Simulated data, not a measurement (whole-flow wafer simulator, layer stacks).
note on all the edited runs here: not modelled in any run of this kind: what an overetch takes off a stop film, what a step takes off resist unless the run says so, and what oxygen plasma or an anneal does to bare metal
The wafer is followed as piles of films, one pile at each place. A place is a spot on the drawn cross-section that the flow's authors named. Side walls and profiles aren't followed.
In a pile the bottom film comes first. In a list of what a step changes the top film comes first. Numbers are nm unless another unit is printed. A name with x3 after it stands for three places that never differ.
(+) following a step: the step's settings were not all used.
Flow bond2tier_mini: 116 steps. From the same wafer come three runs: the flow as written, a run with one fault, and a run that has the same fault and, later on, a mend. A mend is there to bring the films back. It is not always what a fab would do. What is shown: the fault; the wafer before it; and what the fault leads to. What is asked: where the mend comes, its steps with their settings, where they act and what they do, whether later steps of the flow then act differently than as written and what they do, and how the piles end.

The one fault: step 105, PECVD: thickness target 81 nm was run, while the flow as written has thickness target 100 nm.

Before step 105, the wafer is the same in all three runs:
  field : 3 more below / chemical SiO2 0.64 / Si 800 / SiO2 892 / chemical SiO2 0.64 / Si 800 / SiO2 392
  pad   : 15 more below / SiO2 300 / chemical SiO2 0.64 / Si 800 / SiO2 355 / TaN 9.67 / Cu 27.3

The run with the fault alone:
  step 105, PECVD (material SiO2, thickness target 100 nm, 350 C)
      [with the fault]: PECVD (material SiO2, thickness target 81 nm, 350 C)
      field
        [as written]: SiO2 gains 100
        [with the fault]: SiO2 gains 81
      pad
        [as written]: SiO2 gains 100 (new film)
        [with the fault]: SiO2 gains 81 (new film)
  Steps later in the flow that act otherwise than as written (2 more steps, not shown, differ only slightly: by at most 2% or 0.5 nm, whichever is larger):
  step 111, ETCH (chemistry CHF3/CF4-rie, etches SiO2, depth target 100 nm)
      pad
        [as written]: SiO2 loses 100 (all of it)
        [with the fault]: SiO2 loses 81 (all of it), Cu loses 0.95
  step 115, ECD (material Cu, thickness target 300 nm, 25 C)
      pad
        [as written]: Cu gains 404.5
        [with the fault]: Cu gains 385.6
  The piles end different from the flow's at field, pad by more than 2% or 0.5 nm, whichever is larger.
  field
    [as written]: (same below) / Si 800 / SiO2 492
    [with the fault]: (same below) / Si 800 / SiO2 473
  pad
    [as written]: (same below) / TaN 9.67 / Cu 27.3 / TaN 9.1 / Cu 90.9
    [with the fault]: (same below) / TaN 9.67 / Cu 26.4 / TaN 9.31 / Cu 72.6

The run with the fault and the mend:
  The mend follows step 110.
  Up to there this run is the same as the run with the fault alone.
  step 110a, STRIP (chemistry O2, over-ash 100%) (+)
      field
        KrF resist loses 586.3 (all of it)
  step 110b, PECVD (material SiO2, thickness target 19 nm, 350 C) (a further turn of the flow's step 105, with different settings)
      field, pad
        SiO2 gains 19
  step 110c, COAT (KrF resist, thickness 600 nm) (a further turn of the flow's step 106)
      field, pad
        KrF resist gains 600 (new film)
  step 110d, SOFTBAKE (KrF resist) (a further turn of the flow's step 107)
      alters no film at any place that is followed
  step 110e, EXPOSE (photomask T3PAD, NA 0.6) (a further turn of the flow's step 108)
      alters no film at any place that is followed
  step 110f, PEB (KrF resist) (a further turn of the flow's step 109)
      alters no film at any place that is followed
  step 110g, DEVELOP (developer TMAH-0.26N, 60 s) (a further turn of the flow's step 110)
      field
        KrF resist loses 13.7
      pad
        KrF resist loses 600 (all of it)
  Later steps of the flow that are run all act as written at every place that is followed.
  By the end, the piles equal the flow's at every place that both follow.
